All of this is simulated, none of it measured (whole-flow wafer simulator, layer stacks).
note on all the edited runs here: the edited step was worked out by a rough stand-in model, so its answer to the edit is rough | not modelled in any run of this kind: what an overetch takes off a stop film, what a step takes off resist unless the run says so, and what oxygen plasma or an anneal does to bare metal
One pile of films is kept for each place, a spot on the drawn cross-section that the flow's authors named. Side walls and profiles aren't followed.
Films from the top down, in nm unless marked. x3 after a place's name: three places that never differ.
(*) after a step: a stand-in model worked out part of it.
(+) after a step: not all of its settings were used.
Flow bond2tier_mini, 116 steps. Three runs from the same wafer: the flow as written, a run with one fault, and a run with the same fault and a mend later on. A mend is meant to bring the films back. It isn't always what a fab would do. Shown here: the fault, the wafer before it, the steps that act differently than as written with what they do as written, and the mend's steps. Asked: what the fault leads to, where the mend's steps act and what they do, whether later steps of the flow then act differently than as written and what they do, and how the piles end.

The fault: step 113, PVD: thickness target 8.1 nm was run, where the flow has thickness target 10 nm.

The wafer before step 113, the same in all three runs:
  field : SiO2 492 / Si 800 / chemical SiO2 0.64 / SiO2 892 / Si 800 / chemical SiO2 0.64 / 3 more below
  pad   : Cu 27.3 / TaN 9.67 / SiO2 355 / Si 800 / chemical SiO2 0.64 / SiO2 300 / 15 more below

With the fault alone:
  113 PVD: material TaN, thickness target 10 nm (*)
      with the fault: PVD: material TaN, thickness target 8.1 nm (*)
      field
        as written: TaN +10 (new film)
        with the fault: TaN +8.1 (new film)
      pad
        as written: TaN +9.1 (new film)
        with the fault: TaN +7.37 (new film)
  Later steps of the flow that act differently than as written (1 more step differs only slightly, by at most 2% or 0.5 nm, whichever is larger, and isn't shown):
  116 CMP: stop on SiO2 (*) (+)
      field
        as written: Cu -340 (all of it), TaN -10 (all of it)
        with the fault: Cu -340 (all of it), TaN -8.1 (all of it)
  At the end the piles differ from the flow's by more than 2% or 0.5 nm, whichever is larger, at pad.
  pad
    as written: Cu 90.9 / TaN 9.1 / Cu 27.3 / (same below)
    with the fault: Cu 92.6 / TaN 7.37 / Cu 27.3 / (same below)

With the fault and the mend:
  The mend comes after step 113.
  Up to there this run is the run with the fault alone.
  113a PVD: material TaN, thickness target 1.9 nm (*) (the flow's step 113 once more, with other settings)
      field
        TaN +1.9
      pad
        TaN +1.73
  No later step of the flow acts differently than as written at any place that is followed.
  At the end the piles are the same as the flow's at every place that both follow.
